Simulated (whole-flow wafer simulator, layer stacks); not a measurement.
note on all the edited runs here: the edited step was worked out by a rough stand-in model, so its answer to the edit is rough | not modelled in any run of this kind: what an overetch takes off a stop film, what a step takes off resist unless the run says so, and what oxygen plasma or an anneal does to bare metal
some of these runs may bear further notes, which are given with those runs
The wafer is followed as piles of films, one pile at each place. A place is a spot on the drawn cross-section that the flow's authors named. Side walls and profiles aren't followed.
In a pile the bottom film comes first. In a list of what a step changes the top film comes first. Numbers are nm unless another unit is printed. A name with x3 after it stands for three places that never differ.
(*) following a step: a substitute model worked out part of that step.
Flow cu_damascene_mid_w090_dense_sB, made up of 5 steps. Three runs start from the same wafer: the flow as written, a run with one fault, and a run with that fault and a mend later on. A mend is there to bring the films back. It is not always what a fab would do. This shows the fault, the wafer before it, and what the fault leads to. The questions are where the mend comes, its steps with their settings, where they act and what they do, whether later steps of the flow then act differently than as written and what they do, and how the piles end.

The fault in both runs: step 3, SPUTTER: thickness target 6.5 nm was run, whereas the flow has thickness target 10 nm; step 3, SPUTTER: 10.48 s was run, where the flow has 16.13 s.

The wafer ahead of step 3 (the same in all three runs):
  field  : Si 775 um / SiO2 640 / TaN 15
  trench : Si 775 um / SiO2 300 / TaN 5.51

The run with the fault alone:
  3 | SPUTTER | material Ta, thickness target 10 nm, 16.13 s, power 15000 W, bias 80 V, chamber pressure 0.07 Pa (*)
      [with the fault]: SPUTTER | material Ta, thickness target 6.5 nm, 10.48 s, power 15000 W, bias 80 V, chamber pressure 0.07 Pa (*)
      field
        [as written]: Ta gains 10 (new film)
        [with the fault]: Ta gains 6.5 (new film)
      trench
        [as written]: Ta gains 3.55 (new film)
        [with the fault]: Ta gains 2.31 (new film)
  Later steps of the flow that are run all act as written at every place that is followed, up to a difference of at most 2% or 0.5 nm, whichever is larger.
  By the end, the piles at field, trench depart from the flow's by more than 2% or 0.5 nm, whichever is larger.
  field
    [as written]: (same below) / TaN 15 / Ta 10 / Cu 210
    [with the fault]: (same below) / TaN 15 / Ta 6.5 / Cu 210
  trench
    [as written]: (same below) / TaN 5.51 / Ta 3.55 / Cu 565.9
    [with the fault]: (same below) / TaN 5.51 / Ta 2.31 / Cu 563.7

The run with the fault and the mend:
  The mend follows step 3.
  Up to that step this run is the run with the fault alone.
  3a | SPUTTER | material Ta, thickness target 3.5 nm, 5.646 s, power 15000 W, bias 80 V, chamber pressure 0.07 Pa (*) (the flow's step 3 again, with other settings)
      field
        Ta gains 3.5
      trench
        Ta gains 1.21
  Later steps of the flow that are run all act as written at every place that is followed.
  When the end is reached, the piles differ only a little from the flow's at the places that both follow, at most by 2% or 0.5 nm, whichever is larger.
